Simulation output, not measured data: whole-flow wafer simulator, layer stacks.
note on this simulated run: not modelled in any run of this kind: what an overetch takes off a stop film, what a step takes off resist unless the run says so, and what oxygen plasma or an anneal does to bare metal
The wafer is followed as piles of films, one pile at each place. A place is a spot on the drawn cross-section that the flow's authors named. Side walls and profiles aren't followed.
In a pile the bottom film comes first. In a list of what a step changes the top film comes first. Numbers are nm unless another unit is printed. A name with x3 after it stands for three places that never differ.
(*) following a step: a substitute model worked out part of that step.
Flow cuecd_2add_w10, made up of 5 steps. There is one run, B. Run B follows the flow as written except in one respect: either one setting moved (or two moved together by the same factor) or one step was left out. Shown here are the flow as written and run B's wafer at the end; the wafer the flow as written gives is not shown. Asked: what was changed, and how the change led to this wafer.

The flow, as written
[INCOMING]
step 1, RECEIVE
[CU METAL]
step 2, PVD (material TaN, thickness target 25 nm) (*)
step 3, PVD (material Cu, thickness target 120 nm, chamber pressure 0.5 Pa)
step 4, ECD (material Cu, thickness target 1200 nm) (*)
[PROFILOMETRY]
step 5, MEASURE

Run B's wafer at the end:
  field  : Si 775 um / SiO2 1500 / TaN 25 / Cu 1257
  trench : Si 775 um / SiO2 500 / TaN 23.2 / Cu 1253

What caused this: step 3, PVD: thickness target 57 nm was run, whereas the flow has thickness target 120 nm.

The path from the change to this, step by step:
  step 3, PVD (material Cu, thickness target 120 nm, chamber pressure 0.5 Pa)
      field: Cu gains 57 (new film) (in the flow as written it would be: Cu gains 120 (new film))
      trench: Cu gains 53 (new film) (in the flow as written it would be: Cu gains 111.8 (new film))
